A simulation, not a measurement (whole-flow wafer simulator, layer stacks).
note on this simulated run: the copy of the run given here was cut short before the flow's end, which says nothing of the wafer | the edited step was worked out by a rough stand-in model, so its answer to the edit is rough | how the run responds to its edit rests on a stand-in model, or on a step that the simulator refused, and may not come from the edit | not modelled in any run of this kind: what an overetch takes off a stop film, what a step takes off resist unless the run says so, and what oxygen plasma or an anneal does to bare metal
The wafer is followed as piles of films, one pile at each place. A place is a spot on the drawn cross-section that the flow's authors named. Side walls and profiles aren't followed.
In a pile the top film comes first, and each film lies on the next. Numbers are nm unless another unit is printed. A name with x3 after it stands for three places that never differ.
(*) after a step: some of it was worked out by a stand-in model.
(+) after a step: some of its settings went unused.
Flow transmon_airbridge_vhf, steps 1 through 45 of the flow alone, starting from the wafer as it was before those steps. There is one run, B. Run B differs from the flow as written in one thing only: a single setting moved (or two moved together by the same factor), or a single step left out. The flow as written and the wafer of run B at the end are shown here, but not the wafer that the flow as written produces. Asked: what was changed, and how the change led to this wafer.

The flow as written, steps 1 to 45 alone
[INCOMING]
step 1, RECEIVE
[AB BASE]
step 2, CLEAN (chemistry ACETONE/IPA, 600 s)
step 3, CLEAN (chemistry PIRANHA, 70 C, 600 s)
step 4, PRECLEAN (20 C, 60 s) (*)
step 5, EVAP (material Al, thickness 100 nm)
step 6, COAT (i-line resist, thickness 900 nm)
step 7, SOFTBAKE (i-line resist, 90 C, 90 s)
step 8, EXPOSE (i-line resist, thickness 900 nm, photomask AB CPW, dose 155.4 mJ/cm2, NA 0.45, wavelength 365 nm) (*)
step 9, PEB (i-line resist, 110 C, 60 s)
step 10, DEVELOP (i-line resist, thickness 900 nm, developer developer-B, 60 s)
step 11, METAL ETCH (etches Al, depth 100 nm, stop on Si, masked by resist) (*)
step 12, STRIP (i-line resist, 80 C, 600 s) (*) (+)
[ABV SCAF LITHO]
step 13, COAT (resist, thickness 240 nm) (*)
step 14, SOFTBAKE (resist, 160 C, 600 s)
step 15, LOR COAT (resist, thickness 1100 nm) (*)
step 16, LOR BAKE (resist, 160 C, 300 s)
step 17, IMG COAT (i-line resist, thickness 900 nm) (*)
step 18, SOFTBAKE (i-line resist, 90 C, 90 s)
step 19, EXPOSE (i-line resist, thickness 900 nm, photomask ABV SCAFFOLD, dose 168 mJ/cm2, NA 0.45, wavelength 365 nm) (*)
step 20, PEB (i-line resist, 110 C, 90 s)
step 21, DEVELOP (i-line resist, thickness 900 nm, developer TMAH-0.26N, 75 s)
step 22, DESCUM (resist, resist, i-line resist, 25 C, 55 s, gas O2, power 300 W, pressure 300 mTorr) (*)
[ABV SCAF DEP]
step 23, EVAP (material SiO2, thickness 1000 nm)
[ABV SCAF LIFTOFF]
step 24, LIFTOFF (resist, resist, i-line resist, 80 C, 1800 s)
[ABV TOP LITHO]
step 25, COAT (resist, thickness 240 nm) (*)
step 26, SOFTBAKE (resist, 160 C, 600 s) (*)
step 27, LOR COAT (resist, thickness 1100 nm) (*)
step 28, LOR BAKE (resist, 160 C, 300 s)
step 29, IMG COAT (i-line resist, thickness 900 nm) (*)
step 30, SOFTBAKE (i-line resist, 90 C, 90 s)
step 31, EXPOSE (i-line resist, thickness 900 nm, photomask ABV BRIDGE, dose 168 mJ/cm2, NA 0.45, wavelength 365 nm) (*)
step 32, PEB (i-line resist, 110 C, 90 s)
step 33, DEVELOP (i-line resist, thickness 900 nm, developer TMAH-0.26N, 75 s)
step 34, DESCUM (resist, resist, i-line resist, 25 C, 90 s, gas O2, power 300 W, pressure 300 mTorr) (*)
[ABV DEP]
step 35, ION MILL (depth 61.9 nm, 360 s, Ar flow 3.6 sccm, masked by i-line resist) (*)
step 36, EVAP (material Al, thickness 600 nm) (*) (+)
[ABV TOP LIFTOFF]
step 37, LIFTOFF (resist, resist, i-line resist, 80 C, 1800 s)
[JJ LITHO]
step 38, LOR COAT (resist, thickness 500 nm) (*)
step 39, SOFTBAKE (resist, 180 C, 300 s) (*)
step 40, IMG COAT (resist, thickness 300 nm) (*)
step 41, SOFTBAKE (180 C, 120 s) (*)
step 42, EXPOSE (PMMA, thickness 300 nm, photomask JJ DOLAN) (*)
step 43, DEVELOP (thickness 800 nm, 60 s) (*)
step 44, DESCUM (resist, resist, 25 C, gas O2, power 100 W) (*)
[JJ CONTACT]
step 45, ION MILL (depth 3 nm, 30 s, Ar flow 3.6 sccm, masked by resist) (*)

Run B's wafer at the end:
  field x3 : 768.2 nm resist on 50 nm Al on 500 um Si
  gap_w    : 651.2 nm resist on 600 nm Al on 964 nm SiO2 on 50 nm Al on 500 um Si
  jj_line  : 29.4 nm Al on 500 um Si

Cause: step 11, METAL ETCH: depth 50 nm was run, while the flow as written has depth 100 nm.

Step by step, how the change led to this:
  step 11, METAL ETCH (etches Al, depth 100 nm, stop on Si, masked by resist) (*)
      field x3, jj_line, gap_w, gap_e: Al loses 50 (as written it would have been: Al loses 100 (all of it))
      ground_far, pad_w, flank_w and 8 more: i-line resist loses 25 (as written it would have been: i-line resist loses 50)
  step 12, STRIP (i-line resist, 80 C, 600 s) (*) (+)
      ground_far, pad_w, flank_w and 8 more: i-line resist loses 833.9 (all of it) (as written it would have been: i-line resist loses 808.9 (all of it))
  step 13, COAT (resist, thickness 240 nm) (*)
      flank_w, flank_e: resist gains 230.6 (new film) (as written it would have been: resist gains 222.3 (new film))
      gap_w, gap_e: resist gains 246.1 (new film) (as written it would have been: resist gains 251.7 (new film))
  step 22, DESCUM (resist, resist, i-line resist, 25 C, 55 s, gas O2, power 300 W, pressure 300 mTorr) (*)
      flank_w, flank_e: resist loses 230.6 (all of it) (as written it would have been: resist loses 222.3 (all of it))
      gap_w, gap_e: resist loses 246.1 (all of it) (as written it would have been: resist loses 251.7 (all of it))
  step 25, COAT (resist, thickness 240 nm) (*)
      flank_w, flank_e: resist gains 158.6 (new film) (as written it would have been: resist gains 152.6 (new film))
      gap_w, gap_e: resist gains 205.3 (new film) (as written it would have been: resist gains 210.7 (new film))
  step 32, PEB (i-line resist, 110 C, 90 s)
      gap_w, gap_e: i-line resist loses 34 (as written it would have been: i-line resist loses 34.7)
  step 34, DESCUM (resist, resist, i-line resist, 25 C, 90 s, gas O2, power 300 W, pressure 300 mTorr) (*)
      flank_w, flank_e: resist loses 158.6 (all of it) (as written it would have been: resist loses 152.6 (all of it))
      gap_w, gap_e: resist loses 205.3 (all of it) (as written it would have been: resist loses 210.7 (all of it))
  step 40, IMG COAT (resist, thickness 300 nm) (*)
      flank_w, flank_e: resist gains 219.3 (as written it would have been: resist gains 212.1)
  step 45, ION MILL (depth 3 nm, 30 s, Ar flow 3.6 sccm, masked by resist) (*)
      jj_line: Al loses 20.6 (as written it would have been: Si loses 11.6)
Taking metal films that touch as one body, field x3 has 1 body; the flow as written gives 0 bodies.
Taking metal films that touch as one body, gap_w has 2 bodies (between them, from the top down: SiO2 964); the flow as written gives 1 body.
Taking metal films that touch as one body, jj_line has 1 body; the flow as written gives 0 bodies.
